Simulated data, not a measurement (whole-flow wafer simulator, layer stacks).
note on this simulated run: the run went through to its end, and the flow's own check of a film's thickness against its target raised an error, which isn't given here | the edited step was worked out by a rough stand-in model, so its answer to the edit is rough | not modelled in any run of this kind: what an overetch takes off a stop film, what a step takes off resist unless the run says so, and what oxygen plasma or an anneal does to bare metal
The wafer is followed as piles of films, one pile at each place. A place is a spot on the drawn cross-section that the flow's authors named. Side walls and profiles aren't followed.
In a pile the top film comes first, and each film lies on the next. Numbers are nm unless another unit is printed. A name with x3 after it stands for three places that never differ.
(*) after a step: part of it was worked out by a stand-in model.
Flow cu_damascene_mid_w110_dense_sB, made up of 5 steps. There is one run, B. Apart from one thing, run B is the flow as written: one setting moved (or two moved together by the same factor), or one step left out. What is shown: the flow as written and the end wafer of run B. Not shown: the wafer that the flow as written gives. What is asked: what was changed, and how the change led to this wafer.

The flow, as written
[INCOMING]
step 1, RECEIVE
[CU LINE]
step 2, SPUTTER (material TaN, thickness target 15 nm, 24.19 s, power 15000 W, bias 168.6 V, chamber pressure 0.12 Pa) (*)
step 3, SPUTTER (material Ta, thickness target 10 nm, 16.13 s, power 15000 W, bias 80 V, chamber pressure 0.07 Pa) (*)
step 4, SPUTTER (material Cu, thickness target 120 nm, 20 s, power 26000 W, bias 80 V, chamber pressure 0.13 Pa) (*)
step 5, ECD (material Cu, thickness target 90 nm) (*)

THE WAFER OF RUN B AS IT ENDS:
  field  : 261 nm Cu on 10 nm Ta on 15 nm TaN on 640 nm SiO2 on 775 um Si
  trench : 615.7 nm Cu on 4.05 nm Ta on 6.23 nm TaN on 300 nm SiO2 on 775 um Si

Cause: step 4, SPUTTER: thickness target 171 nm was run, whereas the flow has thickness target 120 nm; step 4, SPUTTER: 28.5 s was run, where the flow has 20 s.

Step by step, how the change led to this:
  step 4, SPUTTER (material Cu, thickness target 120 nm, 20 s, power 26000 W, bias 80 V, chamber pressure 0.13 Pa) (*)
      field: +171 Cu (new film) (it would be, as written: +120 Cu (new film))
      trench: +71.1 Cu (new film) (it would be, as written: +49.9 Cu (new film))
  step 5, ECD (material Cu, thickness target 90 nm) (*)
      trench: +544.6 Cu (it would be, as written: +514.8 Cu)
